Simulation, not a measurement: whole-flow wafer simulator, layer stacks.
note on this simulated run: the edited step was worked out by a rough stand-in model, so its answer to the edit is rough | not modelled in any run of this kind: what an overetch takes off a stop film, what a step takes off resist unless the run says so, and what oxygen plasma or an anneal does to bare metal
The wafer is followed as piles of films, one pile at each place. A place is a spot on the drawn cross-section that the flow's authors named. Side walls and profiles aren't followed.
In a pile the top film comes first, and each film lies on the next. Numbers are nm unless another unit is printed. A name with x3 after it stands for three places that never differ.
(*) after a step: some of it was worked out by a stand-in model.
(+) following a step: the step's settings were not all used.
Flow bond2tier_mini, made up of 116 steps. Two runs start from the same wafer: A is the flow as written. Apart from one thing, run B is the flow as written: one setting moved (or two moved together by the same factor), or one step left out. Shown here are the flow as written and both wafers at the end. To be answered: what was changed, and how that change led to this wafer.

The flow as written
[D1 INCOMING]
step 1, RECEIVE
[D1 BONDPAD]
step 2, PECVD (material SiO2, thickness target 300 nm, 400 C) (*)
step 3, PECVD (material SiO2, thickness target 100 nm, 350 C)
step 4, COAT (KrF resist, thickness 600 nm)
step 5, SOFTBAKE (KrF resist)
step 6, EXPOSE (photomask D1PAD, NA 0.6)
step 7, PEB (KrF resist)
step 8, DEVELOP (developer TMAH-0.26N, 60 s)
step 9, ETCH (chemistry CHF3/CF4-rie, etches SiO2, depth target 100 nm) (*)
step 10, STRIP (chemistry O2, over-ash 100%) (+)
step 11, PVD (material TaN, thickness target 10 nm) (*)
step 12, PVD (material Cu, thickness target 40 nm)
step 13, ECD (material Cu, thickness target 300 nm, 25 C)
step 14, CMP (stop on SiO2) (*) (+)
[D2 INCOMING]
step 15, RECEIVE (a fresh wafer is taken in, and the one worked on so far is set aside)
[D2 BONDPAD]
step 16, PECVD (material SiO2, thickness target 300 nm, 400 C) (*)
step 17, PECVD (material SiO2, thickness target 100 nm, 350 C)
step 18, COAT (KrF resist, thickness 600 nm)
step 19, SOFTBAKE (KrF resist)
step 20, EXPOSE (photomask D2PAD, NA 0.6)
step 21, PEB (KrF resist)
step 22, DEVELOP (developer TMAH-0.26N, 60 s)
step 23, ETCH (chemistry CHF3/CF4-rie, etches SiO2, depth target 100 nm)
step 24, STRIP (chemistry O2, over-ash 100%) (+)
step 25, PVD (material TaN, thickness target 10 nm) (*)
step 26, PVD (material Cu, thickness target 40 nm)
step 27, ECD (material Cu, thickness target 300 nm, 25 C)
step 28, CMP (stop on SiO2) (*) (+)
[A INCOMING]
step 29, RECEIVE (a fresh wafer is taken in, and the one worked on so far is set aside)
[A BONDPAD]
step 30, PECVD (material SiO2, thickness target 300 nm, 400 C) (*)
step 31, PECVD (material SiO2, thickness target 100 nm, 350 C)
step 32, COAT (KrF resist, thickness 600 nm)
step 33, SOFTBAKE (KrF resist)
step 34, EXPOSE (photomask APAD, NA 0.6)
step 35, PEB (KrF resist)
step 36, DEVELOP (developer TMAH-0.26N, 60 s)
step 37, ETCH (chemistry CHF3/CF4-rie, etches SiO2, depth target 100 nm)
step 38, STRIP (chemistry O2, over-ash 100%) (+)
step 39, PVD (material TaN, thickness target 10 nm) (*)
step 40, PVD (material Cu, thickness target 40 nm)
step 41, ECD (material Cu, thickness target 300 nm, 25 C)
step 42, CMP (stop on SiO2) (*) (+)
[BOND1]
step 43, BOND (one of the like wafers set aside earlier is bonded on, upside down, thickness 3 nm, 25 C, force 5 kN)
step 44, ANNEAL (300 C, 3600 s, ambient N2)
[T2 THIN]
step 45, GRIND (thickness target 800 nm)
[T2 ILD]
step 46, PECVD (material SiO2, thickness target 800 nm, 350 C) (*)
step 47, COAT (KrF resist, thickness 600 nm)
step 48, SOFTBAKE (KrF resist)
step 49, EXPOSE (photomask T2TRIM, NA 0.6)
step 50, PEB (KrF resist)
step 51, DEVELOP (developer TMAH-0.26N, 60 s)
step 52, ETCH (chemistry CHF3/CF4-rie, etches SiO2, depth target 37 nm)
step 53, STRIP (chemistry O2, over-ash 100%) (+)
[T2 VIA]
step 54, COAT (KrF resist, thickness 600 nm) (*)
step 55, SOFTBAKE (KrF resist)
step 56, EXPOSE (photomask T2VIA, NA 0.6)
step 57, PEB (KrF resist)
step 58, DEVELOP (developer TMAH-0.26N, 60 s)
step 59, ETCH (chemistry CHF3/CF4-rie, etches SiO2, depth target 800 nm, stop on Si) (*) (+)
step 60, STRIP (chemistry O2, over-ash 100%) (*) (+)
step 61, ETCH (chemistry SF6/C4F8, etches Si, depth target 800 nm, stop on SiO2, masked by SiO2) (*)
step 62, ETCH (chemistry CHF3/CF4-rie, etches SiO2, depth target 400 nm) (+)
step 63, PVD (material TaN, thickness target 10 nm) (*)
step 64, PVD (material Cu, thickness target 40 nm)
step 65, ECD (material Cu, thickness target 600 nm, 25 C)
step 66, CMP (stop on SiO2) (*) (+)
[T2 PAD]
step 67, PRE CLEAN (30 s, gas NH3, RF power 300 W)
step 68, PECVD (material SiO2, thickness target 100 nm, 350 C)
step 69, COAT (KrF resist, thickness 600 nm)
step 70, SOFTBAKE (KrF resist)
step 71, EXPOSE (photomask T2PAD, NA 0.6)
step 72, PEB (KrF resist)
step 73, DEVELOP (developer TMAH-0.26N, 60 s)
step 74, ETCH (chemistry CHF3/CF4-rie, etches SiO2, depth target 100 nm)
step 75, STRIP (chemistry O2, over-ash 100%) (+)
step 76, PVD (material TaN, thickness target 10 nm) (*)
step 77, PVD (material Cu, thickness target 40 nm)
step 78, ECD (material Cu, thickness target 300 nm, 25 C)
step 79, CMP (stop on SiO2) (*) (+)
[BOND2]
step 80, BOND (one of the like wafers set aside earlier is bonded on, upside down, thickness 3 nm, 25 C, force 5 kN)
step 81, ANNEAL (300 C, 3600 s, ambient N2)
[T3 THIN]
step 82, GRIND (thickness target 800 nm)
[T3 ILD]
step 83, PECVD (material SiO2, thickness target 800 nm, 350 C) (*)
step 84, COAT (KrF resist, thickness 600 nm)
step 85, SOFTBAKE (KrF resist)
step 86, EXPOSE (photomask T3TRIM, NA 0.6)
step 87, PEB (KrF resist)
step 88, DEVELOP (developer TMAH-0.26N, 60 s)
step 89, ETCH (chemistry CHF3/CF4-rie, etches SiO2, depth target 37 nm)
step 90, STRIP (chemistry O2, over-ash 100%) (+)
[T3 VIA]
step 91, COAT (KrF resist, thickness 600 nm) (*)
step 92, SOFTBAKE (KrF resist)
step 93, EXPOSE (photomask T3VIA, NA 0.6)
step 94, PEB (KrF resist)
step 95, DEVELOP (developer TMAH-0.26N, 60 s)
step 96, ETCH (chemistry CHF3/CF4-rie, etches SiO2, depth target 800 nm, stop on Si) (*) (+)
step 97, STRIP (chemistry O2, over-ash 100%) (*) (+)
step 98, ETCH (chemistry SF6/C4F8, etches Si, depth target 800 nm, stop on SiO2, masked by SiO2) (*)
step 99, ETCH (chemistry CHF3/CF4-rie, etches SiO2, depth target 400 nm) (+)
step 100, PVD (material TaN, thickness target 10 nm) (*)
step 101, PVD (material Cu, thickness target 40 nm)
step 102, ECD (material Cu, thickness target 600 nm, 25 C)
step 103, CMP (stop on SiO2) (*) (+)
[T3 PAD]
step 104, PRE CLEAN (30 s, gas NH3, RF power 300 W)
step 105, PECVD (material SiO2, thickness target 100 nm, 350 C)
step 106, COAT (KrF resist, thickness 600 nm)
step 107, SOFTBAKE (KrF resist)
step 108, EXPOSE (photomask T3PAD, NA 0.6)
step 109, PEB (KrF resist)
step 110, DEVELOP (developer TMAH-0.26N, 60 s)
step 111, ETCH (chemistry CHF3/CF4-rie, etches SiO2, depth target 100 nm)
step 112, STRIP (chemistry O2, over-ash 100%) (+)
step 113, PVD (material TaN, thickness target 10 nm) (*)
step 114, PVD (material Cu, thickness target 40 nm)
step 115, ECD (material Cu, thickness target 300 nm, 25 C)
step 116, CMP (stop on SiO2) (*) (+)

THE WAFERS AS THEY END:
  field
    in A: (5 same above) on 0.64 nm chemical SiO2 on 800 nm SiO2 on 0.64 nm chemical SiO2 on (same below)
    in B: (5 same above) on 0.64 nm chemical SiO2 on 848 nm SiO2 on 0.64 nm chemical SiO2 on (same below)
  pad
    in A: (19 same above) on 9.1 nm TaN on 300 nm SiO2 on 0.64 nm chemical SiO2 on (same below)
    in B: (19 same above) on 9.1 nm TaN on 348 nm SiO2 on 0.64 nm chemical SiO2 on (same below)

The reason: step 30, PECVD: thickness target 348 nm was run, whereas the flow has thickness target 300 nm.
The wafer itself shows it: pad has SiO2 348, and step 30 as written asks for 300 nm.

The path from the change to this, step by step:
  step 30, PECVD (material SiO2, thickness target 300 nm, 400 C) (*)
      field, pad, via: A SiO2 gains 300 (new film) | B SiO2 gains 348 (new film)
